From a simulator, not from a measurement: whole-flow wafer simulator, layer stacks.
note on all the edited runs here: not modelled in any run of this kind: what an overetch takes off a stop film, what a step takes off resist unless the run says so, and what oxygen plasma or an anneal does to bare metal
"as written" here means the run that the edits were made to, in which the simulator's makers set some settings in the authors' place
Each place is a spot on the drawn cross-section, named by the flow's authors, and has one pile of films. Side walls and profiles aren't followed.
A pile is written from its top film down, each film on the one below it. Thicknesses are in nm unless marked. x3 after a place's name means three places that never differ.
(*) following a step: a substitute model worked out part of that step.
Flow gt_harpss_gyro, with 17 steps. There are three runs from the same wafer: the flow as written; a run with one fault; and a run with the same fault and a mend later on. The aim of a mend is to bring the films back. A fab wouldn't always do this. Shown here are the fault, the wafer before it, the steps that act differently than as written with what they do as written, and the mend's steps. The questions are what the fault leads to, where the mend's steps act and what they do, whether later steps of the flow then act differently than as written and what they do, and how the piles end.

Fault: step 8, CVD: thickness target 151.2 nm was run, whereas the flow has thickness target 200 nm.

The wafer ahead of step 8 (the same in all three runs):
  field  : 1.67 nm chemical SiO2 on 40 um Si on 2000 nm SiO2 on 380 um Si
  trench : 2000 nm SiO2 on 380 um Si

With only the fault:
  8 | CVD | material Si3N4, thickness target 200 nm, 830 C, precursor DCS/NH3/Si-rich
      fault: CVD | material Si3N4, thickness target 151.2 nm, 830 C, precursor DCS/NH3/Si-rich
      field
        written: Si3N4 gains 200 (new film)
        fault: Si3N4 gains 151.2 (new film)
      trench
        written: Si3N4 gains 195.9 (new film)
        fault: Si3N4 gains 148.3 (new film)
  Steps further on in the flow that do not act as written:
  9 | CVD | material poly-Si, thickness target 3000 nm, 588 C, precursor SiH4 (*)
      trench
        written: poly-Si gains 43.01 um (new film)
        fault: poly-Si gains 43 um (new film)
  The piles end different from the flow's at field, trench by more than 2% or 0.5 nm, whichever is larger.
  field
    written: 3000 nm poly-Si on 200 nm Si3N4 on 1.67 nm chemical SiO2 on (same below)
    fault: 3000 nm poly-Si on 151.2 nm Si3N4 on 1.67 nm chemical SiO2 on (same below)
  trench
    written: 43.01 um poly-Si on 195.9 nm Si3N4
    fault: 43 um poly-Si on 148.3 nm Si3N4

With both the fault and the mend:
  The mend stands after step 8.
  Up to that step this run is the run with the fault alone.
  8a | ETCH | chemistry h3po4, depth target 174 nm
      field
        Si3N4 loses 151.2 (all of it)
      trench
        Si3N4 loses 148.3 (all of it)
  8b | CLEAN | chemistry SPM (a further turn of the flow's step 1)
      alters no film at any place that is followed
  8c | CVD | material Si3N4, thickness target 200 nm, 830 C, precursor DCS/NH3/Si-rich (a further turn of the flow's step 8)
      field
        Si3N4 gains 200 (new film)
      trench
        Si3N4 gains 195.9 (new film)
  Later steps of the flow that are run all act as written at every place that is followed.
  At every place that both follow, the piles at the end match the flow's.
